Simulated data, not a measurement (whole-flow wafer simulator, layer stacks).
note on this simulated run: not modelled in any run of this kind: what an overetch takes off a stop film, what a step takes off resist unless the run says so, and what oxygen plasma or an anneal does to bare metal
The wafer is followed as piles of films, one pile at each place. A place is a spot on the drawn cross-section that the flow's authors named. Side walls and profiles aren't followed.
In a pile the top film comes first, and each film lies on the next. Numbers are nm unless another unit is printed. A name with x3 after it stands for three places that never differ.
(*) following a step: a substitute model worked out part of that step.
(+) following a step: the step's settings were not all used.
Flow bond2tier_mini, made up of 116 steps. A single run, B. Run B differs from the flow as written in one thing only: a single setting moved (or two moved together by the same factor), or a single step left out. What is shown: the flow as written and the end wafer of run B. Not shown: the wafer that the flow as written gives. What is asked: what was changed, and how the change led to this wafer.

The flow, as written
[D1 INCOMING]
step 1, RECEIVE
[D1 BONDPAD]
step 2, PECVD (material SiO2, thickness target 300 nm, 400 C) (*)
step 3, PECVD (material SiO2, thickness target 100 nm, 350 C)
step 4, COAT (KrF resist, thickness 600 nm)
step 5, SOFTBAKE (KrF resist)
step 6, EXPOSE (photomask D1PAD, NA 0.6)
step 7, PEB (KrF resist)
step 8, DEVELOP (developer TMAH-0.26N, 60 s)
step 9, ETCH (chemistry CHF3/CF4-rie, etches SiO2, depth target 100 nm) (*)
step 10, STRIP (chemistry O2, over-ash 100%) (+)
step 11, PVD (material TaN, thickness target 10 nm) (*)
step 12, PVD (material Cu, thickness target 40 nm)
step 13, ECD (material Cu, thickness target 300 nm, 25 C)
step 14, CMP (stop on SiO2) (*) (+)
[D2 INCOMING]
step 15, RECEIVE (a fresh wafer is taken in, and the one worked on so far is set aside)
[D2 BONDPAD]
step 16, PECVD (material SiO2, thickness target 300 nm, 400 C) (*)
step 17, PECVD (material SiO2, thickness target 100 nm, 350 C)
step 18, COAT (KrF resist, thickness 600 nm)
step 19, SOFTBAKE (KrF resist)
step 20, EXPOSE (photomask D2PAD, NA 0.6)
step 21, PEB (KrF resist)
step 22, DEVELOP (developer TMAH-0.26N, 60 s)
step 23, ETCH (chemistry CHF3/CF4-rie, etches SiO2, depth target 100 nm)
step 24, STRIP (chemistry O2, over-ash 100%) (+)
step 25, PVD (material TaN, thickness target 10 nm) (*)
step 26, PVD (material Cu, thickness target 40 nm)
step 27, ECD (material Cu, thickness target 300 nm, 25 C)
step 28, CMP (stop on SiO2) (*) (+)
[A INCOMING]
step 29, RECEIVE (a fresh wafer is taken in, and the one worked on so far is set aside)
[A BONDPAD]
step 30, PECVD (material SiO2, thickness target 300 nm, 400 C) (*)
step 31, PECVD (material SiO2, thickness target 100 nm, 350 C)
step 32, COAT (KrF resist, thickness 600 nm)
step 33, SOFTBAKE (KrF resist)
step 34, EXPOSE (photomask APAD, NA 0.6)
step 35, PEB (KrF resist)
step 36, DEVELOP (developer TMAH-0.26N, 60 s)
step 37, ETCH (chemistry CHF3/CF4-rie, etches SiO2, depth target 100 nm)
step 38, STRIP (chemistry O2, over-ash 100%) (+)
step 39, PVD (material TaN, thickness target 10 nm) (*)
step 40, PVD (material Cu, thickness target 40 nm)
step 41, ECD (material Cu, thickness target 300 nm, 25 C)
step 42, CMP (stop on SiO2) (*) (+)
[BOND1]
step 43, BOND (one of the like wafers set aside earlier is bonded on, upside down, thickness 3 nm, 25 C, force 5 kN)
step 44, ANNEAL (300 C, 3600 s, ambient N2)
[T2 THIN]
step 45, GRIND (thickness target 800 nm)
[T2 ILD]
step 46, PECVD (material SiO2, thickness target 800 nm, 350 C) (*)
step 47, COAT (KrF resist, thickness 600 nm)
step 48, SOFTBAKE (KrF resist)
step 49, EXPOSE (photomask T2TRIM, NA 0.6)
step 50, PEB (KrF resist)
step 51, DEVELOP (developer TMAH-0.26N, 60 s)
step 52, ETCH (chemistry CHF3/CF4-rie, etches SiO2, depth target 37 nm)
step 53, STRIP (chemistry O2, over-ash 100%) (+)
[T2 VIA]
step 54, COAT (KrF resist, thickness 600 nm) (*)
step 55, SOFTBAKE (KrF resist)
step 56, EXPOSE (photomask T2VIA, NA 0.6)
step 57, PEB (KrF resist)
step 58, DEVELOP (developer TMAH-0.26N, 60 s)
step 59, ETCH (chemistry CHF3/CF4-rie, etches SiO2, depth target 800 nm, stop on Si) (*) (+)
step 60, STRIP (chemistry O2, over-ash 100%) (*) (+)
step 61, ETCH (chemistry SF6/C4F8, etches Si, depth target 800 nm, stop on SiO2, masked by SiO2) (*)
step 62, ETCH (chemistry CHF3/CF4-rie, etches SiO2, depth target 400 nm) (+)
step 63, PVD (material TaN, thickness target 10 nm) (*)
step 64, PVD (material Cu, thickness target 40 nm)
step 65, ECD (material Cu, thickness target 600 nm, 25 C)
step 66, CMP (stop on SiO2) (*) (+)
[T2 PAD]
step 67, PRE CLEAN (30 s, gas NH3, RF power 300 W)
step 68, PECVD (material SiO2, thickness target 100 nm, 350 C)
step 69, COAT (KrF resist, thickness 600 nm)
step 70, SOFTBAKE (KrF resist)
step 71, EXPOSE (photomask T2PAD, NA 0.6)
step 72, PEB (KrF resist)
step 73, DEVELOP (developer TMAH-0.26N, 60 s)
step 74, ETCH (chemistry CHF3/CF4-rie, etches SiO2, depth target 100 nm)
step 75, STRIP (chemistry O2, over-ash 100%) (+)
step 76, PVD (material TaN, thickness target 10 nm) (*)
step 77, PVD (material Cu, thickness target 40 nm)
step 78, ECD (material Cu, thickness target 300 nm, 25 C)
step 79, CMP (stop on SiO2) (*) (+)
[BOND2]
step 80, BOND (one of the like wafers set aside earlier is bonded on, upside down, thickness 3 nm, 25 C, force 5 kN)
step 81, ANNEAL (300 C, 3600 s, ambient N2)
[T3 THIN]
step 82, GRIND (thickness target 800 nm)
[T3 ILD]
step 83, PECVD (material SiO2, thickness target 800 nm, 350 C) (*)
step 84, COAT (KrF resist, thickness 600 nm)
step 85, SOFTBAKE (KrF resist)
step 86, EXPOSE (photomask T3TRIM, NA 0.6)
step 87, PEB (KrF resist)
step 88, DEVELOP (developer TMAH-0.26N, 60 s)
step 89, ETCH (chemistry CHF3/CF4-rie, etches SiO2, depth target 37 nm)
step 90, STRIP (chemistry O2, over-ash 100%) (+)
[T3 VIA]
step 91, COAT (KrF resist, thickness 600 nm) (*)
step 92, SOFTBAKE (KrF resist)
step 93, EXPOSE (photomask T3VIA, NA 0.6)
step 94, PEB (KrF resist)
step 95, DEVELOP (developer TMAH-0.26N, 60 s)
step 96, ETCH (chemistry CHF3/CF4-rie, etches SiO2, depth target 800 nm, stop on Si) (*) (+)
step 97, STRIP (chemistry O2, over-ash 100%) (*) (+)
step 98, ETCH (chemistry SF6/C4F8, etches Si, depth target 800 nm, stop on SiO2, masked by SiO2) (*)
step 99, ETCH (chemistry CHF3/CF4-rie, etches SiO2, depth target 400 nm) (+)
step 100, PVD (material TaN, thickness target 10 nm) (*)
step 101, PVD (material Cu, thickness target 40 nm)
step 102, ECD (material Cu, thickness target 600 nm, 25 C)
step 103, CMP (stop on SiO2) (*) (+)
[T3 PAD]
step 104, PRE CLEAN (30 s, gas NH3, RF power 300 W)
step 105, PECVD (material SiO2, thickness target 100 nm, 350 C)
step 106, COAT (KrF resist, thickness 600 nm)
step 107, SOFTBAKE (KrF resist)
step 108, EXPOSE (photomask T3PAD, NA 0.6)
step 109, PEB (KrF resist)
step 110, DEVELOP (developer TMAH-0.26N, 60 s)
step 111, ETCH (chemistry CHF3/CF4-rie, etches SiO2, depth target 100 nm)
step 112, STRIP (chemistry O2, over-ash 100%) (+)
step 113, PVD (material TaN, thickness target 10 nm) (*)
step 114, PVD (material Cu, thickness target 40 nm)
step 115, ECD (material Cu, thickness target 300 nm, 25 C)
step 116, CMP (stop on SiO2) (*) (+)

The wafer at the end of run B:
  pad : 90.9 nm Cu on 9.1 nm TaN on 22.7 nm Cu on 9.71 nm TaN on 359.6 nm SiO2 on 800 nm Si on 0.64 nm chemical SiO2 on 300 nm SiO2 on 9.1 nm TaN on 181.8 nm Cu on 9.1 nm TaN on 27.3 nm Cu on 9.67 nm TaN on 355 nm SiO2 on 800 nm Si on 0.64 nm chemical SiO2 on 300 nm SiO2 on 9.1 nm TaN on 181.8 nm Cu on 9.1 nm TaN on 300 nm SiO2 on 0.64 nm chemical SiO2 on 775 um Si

What caused this: step 89, ETCH: depth target 32.4 nm was run, whereas the flow has depth target 37 nm.

Step by step, how the change led to this:
  step 89, ETCH (chemistry CHF3/CF4-rie, etches SiO2, depth target 37 nm)
      field: -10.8 KrF resist (in the flow as written it would be: -12.3 KrF resist)
      pad: -32.4 SiO2 (in the flow as written it would be: -37 SiO2)
